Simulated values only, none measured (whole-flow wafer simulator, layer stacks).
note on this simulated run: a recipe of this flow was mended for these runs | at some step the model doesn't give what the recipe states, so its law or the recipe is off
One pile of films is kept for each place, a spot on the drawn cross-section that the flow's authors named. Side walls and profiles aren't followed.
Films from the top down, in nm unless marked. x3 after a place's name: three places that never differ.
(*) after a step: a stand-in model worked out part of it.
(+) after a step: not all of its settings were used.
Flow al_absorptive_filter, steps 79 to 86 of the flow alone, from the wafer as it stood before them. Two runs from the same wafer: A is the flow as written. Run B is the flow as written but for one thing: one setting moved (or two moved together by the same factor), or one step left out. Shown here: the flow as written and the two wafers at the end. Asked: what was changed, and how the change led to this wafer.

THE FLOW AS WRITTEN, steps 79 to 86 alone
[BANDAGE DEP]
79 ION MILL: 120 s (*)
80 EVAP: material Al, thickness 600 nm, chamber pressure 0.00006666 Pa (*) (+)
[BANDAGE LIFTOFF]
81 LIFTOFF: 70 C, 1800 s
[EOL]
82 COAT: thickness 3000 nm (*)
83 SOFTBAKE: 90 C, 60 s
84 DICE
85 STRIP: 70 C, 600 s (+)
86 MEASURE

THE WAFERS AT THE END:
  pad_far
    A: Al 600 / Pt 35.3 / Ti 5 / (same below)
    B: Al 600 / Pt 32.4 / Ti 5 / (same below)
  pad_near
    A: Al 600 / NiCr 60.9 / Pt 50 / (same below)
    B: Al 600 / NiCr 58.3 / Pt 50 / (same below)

The cause: step 79, ION MILL: 144 s was run, where the flow has 120 s.

How the change led to this, step by step:
  79 ION MILL: 120 s (*)
      gnd, ledge, res and 9 more: A i-line-resist -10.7 | B i-line-resist -12.8
      pad_far: A Pt -14.7 | B Pt -17.6
      (and at 1 more place)
